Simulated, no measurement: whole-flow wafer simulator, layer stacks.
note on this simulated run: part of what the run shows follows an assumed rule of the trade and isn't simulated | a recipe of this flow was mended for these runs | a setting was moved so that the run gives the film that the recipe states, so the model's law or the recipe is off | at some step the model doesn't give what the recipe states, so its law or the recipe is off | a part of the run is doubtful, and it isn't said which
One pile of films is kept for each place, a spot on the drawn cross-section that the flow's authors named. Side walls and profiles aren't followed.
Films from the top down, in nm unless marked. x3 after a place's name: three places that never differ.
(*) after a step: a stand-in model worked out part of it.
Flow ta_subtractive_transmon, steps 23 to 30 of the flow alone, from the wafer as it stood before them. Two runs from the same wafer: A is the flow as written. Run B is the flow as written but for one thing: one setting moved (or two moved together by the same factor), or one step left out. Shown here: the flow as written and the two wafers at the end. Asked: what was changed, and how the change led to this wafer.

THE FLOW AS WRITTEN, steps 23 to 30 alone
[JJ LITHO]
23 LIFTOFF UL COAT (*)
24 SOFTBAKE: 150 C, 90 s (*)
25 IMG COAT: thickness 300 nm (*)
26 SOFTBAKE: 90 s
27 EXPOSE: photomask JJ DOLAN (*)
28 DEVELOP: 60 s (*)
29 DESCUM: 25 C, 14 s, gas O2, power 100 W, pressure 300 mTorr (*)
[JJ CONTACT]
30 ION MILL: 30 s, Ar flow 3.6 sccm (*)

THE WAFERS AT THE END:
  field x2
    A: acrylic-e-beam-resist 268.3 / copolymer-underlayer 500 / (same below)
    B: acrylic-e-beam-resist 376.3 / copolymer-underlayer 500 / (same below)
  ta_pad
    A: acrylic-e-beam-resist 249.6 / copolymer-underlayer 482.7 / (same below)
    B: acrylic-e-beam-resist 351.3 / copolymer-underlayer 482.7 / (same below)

The cause: step 25, IMG COAT: thickness 408 nm was run, where the flow has thickness 300 nm.

How the change led to this, step by step:
  25 IMG COAT: thickness 300 nm (*)
      field x2, jj_line: A acrylic-e-beam-resist +300 (new film) | B acrylic-e-beam-resist +408 (new film)
      lead: A acrylic-e-beam-resist +312.5 (new film) | B acrylic-e-beam-resist +423.9 (new film)
      (and at 2 more places)
  28 DEVELOP: 60 s (*)
      jj_line: A acrylic-e-beam-resist -300 (all of it), copolymer-underlayer -500 (all of it) | B acrylic-e-beam-resist -408 (all of it), copolymer-underlayer -500 (all of it)
      lead: A acrylic-e-beam-resist -312.5 (all of it), copolymer-underlayer -554.7 (all of it) | B acrylic-e-beam-resist -423.9 (all of it), copolymer-underlayer -554.7 (all of it)
      (and at 1 more place)
